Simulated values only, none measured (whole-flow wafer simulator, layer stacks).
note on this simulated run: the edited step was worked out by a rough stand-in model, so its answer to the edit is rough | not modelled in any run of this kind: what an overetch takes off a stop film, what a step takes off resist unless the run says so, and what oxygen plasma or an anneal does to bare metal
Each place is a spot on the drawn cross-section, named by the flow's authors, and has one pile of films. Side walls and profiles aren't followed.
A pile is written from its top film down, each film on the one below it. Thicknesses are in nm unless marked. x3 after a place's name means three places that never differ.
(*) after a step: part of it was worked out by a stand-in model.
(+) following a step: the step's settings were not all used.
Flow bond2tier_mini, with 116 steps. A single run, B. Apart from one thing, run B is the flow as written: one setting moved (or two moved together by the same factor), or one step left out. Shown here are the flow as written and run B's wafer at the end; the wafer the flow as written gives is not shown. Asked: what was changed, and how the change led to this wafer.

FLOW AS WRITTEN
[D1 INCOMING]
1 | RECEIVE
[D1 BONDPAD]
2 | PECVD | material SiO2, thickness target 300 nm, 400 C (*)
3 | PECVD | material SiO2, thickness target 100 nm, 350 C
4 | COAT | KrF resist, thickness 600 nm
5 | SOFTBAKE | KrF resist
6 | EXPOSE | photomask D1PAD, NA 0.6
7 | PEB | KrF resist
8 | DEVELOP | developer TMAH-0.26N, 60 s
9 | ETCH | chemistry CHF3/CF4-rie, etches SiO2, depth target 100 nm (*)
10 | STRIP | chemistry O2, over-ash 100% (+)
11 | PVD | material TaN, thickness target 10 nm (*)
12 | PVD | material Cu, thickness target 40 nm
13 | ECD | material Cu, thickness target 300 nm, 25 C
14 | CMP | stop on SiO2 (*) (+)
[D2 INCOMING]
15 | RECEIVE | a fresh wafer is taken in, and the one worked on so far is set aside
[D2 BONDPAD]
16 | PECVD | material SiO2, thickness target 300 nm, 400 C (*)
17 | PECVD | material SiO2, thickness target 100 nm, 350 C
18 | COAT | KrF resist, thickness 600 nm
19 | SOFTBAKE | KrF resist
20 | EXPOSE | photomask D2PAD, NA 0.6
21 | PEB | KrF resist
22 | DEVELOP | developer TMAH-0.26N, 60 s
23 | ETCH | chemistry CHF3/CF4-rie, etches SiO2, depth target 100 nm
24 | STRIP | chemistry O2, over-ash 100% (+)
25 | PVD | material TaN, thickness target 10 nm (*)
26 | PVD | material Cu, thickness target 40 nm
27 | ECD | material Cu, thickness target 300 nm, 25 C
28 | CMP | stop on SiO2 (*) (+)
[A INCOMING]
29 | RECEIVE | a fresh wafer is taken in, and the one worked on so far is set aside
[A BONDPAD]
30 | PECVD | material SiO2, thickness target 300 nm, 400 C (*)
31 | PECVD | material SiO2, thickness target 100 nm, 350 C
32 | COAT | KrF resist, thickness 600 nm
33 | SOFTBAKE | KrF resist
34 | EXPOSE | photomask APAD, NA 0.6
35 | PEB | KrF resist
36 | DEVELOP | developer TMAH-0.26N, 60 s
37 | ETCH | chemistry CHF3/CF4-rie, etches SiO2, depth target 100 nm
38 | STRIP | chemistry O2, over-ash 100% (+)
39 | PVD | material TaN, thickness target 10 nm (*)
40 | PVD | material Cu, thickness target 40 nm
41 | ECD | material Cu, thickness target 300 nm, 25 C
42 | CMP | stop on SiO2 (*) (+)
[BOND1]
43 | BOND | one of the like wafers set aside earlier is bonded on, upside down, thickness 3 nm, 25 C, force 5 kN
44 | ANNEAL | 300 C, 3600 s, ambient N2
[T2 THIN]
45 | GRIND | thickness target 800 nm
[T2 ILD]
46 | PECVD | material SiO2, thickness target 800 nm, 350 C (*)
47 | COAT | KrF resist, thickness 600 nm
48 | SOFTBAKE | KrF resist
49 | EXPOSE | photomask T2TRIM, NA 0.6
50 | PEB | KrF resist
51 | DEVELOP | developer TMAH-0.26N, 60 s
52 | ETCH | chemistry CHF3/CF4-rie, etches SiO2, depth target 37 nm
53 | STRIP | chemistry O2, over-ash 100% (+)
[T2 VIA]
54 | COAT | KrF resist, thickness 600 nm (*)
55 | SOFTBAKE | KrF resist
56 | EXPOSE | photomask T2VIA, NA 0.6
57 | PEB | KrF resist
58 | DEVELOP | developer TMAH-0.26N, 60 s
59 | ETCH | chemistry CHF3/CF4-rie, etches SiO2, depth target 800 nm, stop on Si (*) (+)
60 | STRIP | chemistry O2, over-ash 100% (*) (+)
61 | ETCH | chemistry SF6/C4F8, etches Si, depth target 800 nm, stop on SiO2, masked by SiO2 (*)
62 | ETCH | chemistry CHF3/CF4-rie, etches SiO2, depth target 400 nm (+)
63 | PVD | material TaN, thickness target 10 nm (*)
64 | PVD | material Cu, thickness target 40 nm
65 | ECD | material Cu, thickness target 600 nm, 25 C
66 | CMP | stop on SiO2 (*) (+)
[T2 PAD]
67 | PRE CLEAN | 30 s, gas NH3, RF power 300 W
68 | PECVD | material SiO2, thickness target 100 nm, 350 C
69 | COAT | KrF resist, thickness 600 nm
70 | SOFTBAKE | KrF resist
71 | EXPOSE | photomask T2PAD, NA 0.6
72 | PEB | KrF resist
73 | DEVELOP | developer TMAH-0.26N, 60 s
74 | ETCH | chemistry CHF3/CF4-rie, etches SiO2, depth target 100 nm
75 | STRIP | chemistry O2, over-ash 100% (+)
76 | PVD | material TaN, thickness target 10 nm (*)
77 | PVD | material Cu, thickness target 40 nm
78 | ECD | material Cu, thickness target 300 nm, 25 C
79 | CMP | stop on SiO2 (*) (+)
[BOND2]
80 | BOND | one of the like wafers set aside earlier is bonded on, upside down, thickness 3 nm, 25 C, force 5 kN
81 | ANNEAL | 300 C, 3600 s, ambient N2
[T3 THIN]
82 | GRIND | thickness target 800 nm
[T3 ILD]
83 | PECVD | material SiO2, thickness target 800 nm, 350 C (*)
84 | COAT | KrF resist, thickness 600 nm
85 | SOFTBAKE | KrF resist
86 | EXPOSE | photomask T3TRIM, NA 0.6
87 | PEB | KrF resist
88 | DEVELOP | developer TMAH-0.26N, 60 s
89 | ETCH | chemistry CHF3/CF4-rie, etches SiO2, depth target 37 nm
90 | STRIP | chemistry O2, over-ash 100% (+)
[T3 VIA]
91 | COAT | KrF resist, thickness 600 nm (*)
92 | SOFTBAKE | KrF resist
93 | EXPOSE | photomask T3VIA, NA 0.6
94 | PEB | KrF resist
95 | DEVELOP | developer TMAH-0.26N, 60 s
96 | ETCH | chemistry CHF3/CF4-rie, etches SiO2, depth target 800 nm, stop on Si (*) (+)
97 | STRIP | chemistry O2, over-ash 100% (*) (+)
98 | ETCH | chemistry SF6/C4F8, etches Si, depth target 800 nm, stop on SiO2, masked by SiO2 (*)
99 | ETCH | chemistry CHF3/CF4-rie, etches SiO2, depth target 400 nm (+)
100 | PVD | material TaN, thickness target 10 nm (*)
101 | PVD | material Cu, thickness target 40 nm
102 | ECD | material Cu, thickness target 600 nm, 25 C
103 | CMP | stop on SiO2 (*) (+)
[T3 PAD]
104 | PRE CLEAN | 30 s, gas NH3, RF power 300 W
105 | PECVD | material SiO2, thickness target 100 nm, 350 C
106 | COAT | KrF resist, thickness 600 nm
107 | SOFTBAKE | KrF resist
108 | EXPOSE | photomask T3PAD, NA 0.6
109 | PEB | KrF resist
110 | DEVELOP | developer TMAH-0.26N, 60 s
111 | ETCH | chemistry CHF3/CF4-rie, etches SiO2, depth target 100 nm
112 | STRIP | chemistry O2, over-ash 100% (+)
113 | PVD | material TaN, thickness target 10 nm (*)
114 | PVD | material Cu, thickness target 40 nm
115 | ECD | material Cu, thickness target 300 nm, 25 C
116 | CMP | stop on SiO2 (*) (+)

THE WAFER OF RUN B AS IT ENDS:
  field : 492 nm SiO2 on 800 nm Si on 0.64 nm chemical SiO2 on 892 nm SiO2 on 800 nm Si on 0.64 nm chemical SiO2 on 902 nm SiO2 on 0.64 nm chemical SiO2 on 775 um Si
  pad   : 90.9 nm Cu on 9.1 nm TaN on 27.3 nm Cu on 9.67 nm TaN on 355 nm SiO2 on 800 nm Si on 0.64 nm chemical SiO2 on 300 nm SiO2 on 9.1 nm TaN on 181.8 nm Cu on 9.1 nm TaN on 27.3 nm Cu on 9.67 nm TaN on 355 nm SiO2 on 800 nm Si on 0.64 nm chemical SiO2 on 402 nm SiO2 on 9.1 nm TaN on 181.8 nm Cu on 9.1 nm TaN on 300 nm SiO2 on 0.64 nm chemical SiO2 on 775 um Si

Cause: step 2, PECVD: thickness target 402 nm was run, whereas the flow has thickness target 300 nm.
The wafer itself shows it: pad has SiO2 402, and step 2 as written asks for 300 nm.

The path from the change to this, step by step:
  2 | PECVD | material SiO2, thickness target 300 nm, 400 C (*)
      field, pad, via: +402 SiO2 (new film) (it would be, as written: +300 SiO2 (new film))
  43 | BOND | one of the like wafers set aside earlier is bonded on, upside down, thickness 3 nm, 25 C, force 5 kN
      field: +775 um Si (new film), +0.64 chemical SiO2 (new film), +502 SiO2 (it would be, as written: +775 um Si (new film), +0.64 chemical SiO2 (new film), +400 SiO2)
      pad: +775 um Si (new film), +0.64 chemical SiO2 (new film), +402 SiO2 (new film), +9.1 TaN (new film), +90.9 Cu (it would be, as written: +775 um Si (new film), +0.64 chemical SiO2 (new film), +300 SiO2 (new film), +9.1 TaN (new film), +90.9 Cu)
      (and at 1 other place as well)
